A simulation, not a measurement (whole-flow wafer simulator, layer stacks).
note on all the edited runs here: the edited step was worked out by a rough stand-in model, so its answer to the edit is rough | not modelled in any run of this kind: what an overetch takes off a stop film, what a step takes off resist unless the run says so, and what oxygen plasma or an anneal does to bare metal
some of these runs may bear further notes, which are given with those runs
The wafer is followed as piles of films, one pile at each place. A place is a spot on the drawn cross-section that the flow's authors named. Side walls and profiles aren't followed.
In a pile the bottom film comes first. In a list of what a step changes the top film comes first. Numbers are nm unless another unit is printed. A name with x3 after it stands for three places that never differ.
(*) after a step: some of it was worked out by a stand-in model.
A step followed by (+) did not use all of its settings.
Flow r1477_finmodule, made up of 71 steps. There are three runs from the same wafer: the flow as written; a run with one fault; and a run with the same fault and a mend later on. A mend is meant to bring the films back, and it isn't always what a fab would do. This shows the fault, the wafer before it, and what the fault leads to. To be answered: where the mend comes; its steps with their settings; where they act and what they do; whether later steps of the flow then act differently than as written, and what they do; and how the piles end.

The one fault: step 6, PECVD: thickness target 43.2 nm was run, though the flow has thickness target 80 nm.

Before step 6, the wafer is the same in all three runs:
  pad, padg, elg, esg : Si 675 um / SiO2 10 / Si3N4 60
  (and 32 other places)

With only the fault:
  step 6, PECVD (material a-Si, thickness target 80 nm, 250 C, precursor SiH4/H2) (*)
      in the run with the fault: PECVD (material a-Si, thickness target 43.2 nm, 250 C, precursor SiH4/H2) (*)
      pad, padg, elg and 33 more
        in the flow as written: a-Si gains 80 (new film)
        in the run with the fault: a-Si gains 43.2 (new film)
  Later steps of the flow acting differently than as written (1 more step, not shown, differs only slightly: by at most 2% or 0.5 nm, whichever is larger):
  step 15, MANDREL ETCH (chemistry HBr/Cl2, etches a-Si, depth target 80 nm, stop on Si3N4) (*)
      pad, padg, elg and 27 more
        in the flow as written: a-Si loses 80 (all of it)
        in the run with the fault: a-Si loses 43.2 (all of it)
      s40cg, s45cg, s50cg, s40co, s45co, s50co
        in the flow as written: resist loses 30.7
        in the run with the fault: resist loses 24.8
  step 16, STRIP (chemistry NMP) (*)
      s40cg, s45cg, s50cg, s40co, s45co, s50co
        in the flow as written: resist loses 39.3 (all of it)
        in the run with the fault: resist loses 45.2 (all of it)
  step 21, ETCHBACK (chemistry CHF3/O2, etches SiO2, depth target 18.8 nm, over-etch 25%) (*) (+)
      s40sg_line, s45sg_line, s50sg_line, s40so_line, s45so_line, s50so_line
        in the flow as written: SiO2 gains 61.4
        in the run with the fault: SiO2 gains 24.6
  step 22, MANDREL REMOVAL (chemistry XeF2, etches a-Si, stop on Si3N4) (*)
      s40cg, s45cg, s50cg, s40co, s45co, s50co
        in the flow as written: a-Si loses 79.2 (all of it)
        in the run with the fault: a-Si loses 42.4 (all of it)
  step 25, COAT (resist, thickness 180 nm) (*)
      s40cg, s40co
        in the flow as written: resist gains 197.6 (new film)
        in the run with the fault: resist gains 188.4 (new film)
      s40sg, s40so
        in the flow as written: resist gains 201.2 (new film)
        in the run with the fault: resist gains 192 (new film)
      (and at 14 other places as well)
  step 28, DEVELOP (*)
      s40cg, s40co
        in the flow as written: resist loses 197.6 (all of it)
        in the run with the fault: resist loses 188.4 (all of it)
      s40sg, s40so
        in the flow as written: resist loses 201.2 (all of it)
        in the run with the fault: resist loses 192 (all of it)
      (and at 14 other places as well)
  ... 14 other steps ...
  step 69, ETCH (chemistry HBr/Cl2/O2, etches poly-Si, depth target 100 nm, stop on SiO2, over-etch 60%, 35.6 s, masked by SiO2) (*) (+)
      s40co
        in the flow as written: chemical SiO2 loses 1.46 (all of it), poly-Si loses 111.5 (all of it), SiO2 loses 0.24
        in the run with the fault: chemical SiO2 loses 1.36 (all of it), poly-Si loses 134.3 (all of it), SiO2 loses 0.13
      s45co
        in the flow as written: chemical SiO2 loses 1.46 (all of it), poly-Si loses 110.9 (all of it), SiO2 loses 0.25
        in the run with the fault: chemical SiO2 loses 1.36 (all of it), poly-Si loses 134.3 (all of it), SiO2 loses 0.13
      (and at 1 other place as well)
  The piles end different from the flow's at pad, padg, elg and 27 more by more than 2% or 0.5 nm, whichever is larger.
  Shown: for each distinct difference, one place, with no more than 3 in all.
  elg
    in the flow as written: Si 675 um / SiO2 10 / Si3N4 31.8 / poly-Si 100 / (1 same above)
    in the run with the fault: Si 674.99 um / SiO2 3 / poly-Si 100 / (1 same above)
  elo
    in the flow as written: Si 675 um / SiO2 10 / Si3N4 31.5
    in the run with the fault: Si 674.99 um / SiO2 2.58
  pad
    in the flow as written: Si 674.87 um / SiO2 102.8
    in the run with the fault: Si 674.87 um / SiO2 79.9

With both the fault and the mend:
  The mend stands after step 7.
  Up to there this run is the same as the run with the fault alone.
  step 7a, PECVD (material a-Si, thickness target 36.8 nm, 250 C, precursor SiH4/H2) (*) (the flow's step 6 again, with other settings)
      pad, padg, elg and 33 more
        a-Si gains 36.8
  Later steps of the flow that are run all act as written at every place that is followed.
  At every place that both follow, the piles at the end match the flow's.
